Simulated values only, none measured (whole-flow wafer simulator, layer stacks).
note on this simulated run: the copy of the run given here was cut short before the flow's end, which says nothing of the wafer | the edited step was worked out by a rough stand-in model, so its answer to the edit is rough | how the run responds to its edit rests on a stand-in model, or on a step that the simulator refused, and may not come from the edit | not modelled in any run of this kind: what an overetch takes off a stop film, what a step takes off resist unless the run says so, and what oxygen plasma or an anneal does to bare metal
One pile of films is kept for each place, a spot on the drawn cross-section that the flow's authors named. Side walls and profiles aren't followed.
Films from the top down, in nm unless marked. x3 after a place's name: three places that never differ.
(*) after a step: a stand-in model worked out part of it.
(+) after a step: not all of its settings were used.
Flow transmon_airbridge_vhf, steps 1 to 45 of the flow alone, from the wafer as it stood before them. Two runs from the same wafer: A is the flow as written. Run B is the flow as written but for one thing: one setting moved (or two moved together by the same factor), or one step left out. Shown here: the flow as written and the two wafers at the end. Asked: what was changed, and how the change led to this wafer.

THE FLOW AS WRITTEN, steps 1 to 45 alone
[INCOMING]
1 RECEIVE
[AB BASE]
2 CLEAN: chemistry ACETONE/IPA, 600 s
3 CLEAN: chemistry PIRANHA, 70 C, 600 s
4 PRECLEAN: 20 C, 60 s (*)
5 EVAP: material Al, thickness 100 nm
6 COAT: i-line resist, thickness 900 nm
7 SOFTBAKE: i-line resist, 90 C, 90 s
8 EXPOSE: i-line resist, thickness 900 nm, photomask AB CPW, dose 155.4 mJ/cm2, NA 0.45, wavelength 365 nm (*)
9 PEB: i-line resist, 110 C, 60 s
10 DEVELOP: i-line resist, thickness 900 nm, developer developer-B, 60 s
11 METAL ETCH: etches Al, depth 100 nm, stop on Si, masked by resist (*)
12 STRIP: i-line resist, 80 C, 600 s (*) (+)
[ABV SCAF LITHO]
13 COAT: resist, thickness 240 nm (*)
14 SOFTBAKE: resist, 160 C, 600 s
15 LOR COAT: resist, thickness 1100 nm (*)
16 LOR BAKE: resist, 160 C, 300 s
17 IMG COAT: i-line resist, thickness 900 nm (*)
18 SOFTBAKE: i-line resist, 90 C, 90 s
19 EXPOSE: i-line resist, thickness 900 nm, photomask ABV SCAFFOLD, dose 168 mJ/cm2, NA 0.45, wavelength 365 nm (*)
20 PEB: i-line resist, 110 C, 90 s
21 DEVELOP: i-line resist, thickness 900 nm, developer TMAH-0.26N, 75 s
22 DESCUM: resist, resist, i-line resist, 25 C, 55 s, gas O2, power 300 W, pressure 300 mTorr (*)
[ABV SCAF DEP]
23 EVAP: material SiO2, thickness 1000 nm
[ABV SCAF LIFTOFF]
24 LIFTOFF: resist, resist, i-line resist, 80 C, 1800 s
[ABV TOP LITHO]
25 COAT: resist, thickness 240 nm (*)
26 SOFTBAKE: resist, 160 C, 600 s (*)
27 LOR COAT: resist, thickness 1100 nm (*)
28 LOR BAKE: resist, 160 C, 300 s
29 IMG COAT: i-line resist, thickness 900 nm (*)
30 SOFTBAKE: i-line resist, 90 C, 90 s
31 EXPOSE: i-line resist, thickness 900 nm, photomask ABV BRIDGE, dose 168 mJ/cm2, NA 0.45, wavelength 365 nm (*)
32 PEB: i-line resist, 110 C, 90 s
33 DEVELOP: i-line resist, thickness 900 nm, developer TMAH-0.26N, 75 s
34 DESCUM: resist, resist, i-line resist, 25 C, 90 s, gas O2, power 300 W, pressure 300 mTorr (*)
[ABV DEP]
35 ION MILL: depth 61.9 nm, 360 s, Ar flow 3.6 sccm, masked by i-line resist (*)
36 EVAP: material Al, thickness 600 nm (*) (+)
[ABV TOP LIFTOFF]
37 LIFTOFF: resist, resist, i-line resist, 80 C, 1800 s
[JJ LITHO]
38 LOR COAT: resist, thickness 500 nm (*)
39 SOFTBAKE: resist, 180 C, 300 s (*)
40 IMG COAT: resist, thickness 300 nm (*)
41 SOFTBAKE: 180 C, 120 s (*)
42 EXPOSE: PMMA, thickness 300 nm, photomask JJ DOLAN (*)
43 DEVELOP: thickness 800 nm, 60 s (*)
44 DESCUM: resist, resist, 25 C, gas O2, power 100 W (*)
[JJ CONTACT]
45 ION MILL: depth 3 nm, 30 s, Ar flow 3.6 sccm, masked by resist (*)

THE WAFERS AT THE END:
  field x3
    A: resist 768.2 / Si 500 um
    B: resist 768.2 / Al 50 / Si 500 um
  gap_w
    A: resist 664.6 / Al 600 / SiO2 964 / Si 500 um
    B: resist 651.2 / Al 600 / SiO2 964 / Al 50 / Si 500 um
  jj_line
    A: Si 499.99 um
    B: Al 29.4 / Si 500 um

The cause: step 11, METAL ETCH: depth 50 nm was run, where the flow has depth 100 nm.

How the change led to this, step by step:
  11 METAL ETCH: etches Al, depth 100 nm, stop on Si, masked by resist (*)
      field x3, jj_line, gap_w, gap_e: A Al -100 (all of it) | B Al -50
      ground_far, pad_w, flank_w and 8 more: A i-line resist -50 | B i-line resist -25
  12 STRIP: i-line resist, 80 C, 600 s (*) (+)
      ground_far, pad_w, flank_w and 8 more: A i-line resist -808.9 (all of it) | B i-line resist -833.9 (all of it)
  13 COAT: resist, thickness 240 nm (*)
      flank_w, flank_e: A resist +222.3 (new film) | B resist +230.6 (new film)
      gap_w, gap_e: A resist +251.7 (new film) | B resist +246.1 (new film)
  22 DESCUM: resist, resist, i-line resist, 25 C, 55 s, gas O2, power 300 W, pressure 300 mTorr (*)
      flank_w, flank_e: A resist -222.3 (all of it) | B resist -230.6 (all of it)
      gap_w, gap_e: A resist -251.7 (all of it) | B resist -246.1 (all of it)
  25 COAT: resist, thickness 240 nm (*)
      flank_w, flank_e: A resist +152.6 (new film) | B resist +158.6 (new film)
      gap_w, gap_e: A resist +210.7 (new film) | B resist +205.3 (new film)
  32 PEB: i-line resist, 110 C, 90 s
      gap_w, gap_e: A i-line resist -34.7 | B i-line resist -34
  34 DESCUM: resist, resist, i-line resist, 25 C, 90 s, gas O2, power 300 W, pressure 300 mTorr (*)
      flank_w, flank_e: A resist -152.6 (all of it) | B resist -158.6 (all of it)
      gap_w, gap_e: A resist -210.7 (all of it) | B resist -205.3 (all of it)
  40 IMG COAT: resist, thickness 300 nm (*)
      flank_w, flank_e: A resist +212.1 | B resist +219.3
  45 ION MILL: depth 3 nm, 30 s, Ar flow 3.6 sccm, masked by resist (*)
      jj_line: A Si -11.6 | B Al -20.6
Counting metal films that touch as one body, field x3 has 1 body; the flow as written gives 0 bodies.
Counting metal films that touch as one body, gap_w has 2 bodies (between them, from the top down: SiO2 964); the flow as written gives 1 body.
Counting metal films that touch as one body, jj_line has 1 body; the flow as written gives 0 bodies.
